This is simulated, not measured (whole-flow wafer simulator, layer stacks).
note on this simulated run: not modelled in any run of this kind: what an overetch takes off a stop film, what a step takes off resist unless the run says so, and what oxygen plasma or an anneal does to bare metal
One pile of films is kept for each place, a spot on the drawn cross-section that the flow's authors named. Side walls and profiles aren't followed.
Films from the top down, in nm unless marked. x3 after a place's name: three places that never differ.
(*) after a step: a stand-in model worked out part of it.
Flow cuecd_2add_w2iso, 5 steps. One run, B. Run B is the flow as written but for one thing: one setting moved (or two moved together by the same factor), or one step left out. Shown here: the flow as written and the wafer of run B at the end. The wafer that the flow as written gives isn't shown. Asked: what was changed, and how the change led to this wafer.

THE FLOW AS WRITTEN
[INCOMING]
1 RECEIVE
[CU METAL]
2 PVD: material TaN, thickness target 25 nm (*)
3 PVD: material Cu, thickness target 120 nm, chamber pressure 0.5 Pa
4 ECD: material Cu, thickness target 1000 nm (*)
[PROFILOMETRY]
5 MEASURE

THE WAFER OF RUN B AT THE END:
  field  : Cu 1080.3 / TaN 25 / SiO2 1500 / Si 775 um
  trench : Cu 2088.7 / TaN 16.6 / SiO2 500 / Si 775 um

The cause: step 3, PVD: thickness target 80.3 nm was run, where the flow has thickness target 120 nm.

How the change led to this, step by step:
  3 PVD: material Cu, thickness target 120 nm, chamber pressure 0.5 Pa
      field: Cu +80.3 (new film) (as written it would be: Cu +120 (new film))
      trench: Cu +54.2 (new film) (as written it would be: Cu +80.8 (new film))
